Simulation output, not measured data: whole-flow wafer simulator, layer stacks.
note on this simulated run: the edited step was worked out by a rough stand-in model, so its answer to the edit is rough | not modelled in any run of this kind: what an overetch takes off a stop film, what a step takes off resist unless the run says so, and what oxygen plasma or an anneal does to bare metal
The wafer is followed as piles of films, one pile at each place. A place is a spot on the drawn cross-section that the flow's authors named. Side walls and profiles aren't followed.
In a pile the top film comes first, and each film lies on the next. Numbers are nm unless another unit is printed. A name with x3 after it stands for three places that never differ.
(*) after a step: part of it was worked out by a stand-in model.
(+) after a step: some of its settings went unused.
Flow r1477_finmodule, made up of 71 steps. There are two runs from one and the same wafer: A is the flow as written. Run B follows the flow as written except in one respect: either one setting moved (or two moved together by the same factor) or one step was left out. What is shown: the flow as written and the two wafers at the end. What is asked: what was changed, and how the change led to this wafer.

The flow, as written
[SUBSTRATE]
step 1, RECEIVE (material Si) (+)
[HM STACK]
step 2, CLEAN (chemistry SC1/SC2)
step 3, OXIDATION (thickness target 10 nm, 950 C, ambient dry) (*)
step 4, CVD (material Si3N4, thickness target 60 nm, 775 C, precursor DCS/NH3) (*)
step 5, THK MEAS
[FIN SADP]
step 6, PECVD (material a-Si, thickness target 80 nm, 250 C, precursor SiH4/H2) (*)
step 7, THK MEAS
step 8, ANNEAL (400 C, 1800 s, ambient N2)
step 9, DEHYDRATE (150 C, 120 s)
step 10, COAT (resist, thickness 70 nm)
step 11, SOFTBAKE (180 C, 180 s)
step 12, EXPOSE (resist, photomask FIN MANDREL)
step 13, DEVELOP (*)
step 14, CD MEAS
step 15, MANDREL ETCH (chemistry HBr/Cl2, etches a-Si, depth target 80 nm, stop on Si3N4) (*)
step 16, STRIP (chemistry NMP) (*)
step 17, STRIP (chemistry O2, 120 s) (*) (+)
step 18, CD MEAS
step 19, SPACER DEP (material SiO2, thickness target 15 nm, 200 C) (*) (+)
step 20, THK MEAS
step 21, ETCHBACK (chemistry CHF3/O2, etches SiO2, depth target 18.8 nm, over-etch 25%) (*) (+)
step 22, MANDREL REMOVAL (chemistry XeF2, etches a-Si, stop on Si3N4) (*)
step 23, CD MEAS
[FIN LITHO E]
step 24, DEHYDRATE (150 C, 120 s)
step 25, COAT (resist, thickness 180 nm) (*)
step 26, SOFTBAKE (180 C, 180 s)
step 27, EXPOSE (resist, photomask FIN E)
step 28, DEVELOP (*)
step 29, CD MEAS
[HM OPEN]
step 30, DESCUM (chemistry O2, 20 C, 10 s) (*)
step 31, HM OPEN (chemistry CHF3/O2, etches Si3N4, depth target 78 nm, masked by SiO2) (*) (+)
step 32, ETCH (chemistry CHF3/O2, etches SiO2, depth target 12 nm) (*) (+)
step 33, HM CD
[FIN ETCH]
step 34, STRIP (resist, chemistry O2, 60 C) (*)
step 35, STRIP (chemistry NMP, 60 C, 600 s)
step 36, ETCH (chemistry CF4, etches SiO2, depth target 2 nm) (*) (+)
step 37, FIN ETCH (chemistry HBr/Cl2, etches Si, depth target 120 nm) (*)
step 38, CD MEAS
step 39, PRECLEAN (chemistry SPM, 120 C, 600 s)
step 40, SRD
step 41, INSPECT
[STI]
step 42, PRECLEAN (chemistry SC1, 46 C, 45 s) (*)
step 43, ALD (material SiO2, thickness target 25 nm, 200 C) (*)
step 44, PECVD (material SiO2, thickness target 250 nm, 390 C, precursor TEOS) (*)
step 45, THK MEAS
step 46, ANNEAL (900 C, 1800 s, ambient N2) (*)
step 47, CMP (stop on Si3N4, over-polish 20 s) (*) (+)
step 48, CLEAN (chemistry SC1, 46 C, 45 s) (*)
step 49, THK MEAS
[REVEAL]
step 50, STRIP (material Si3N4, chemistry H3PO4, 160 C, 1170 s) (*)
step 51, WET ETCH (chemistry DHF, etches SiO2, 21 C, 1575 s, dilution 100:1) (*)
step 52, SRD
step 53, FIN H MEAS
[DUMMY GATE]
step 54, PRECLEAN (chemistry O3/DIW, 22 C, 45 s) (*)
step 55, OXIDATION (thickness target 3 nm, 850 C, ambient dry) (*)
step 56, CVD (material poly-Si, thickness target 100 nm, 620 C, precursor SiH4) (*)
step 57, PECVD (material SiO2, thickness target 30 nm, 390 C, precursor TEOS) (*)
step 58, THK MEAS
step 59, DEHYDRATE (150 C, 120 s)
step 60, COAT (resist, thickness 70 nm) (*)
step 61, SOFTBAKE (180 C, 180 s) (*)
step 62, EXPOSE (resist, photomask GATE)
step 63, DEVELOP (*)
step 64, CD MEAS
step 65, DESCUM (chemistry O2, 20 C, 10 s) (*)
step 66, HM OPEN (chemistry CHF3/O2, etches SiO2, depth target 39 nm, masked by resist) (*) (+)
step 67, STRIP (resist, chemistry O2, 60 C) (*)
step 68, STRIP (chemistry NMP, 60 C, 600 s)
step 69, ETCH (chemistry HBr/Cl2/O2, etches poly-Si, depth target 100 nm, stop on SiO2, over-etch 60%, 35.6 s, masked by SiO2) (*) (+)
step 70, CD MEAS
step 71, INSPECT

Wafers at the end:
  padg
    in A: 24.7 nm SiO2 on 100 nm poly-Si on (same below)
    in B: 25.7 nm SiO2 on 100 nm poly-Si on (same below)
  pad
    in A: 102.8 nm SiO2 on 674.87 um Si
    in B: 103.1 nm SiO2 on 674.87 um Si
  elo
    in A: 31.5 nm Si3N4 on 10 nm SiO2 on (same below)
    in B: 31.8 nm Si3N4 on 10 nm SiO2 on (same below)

Cause: step 69, ETCH: depth target 81 nm was run, though the flow has depth target 100 nm; step 69, ETCH: 28.8 s was run, where the flow has 35.6 s.

Step by step, how the change led to this:
  step 69, ETCH (chemistry HBr/Cl2/O2, etches poly-Si, depth target 100 nm, stop on SiO2, over-etch 60%, 35.6 s, masked by SiO2) (*) (+)
      padg, elg, esg and 15 more: A -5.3 SiO2 | B -4.29 SiO2
